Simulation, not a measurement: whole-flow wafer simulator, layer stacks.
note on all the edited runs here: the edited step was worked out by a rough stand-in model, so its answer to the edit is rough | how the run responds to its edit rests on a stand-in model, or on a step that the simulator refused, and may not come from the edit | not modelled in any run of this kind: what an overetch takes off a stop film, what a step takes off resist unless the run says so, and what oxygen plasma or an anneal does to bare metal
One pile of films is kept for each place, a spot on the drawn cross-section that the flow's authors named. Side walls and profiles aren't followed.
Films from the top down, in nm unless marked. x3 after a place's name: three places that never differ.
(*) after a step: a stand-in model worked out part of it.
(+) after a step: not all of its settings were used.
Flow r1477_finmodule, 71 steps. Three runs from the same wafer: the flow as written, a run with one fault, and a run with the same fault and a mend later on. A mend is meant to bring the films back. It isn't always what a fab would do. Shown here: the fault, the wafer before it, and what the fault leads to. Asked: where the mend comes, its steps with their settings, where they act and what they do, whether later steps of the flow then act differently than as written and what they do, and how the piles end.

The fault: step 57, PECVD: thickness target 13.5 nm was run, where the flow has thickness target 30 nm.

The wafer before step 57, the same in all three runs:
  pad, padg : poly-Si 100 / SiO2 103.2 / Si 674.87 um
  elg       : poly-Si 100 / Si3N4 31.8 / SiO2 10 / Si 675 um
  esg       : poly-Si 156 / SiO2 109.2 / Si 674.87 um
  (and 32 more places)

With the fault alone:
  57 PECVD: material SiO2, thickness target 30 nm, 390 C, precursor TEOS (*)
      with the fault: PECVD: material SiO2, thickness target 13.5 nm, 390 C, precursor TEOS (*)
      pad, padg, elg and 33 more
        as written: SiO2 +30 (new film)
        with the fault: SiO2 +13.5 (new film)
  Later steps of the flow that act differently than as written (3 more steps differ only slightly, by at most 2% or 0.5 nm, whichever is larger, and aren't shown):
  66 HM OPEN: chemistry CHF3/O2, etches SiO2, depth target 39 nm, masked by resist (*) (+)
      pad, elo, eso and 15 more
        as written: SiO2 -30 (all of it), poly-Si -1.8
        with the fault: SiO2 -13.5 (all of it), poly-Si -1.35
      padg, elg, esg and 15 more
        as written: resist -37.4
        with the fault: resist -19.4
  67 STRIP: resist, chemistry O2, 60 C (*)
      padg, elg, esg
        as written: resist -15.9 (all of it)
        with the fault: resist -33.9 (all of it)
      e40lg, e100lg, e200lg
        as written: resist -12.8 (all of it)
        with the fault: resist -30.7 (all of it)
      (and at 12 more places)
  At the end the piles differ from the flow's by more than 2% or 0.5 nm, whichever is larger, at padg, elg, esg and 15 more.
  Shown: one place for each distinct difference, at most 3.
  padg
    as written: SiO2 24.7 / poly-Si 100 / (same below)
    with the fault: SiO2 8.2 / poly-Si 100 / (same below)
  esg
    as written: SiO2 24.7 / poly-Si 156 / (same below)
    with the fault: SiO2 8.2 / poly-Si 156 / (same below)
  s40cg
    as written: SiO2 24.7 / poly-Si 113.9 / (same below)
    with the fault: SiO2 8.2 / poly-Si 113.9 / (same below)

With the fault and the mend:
  The mend comes after step 58.
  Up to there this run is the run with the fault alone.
  58a PECVD: material SiO2, thickness target 16.5 nm, 390 C, precursor TEOS (*) (the flow's step 57 once more, with other settings)
      pad, padg, elg and 33 more
        SiO2 +16.5
  No later step of the flow acts differently than as written at any place that is followed.
  At the end the piles are the same as the flow's at every place that both follow.
